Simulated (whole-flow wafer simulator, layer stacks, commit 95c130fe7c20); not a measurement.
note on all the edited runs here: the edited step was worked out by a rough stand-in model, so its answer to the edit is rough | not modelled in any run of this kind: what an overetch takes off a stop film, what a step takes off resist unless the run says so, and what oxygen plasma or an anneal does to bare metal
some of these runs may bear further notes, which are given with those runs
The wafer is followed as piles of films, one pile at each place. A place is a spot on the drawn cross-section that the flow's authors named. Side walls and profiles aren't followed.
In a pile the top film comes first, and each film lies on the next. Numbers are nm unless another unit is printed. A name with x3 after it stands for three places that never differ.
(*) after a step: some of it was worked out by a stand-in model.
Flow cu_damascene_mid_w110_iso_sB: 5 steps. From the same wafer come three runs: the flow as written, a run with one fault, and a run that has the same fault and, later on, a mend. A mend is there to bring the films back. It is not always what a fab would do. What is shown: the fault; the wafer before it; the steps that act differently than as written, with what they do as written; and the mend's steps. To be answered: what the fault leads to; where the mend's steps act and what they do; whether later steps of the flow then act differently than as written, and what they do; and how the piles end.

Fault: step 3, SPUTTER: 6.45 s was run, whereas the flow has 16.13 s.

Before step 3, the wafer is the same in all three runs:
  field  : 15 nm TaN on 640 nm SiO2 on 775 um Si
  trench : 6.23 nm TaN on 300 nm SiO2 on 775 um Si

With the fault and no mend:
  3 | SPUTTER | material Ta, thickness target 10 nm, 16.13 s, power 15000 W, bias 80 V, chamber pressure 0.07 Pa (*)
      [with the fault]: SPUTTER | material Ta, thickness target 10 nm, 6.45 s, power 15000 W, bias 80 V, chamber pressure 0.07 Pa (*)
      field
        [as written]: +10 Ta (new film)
        [with the fault]: +4 Ta (new film)
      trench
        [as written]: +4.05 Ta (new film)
        [with the fault]: +1.62 Ta (new film)
  Every later step of the flow that is run acts as written, at every place that is followed, to within 2% or 0.5 nm, whichever is larger.
  The piles end different from the flow's at field, trench by more than 2% or 0.5 nm, whichever is larger.
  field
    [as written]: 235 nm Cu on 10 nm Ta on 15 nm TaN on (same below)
    [with the fault]: 235 nm Cu on 4 nm Ta on 15 nm TaN on (same below)
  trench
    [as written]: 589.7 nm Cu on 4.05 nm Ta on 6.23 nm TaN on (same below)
    [with the fault]: 586.2 nm Cu on 1.62 nm Ta on 6.23 nm TaN on (same below)

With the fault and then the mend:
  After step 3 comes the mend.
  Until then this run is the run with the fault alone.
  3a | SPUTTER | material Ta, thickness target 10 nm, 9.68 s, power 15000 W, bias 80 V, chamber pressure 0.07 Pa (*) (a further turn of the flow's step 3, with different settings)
      field
        +6 Ta
      trench
        +2.39 Ta
  Every later step of the flow that is run acts as written at every place that is followed.
  When the end is reached, the piles differ only a little from the flow's at the places that both follow, at most by 2% or 0.5 nm, whichever is larger.
